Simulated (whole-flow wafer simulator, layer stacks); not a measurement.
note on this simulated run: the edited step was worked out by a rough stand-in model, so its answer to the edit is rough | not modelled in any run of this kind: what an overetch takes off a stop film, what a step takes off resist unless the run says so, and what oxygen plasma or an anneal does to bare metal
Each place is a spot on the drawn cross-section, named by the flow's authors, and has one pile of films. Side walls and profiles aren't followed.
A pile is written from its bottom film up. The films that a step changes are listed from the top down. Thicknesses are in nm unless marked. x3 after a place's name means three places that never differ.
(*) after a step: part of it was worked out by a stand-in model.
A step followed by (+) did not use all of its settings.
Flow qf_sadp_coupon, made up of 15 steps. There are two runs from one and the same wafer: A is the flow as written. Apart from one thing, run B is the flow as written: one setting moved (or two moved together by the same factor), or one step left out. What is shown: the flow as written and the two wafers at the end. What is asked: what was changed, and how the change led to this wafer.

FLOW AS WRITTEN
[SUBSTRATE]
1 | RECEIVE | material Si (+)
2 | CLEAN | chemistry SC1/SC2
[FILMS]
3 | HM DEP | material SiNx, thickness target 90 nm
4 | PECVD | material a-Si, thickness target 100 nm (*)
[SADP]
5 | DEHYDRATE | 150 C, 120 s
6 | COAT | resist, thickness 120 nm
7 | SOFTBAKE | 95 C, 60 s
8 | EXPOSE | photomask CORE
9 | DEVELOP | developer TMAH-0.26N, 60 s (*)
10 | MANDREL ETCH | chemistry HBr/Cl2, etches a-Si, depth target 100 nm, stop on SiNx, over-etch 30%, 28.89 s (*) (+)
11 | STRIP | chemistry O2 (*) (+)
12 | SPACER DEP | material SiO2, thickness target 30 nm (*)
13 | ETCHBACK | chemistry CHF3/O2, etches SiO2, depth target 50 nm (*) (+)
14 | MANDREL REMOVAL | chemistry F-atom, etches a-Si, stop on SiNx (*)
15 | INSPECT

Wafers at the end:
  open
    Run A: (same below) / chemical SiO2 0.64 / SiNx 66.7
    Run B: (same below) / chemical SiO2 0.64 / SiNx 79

What caused this: step 13, ETCHBACK: depth target 37.1 nm was run, while the flow as written has depth target 50 nm.

How this came from the change, step by step:
  13 | ETCHBACK | chemistry CHF3/O2, etches SiO2, depth target 50 nm (*) (+)
      m: A SiO2 loses 30 (all of it), chemical SiO2 loses 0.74 (all of it), a-Si loses 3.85 | B SiO2 loses 30 (all of it), chemical SiO2 loses 0.74 (all of it), a-Si loses 1.27
      open: A SiO2 loses 30 (all of it), SiNx loses 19 | B SiO2 loses 30 (all of it), SiNx loses 6.76
  14 | MANDREL REMOVAL | chemistry F-atom, etches a-Si, stop on SiNx (*)
      m: A a-Si loses 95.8 (all of it) | B a-Si loses 98.4 (all of it)
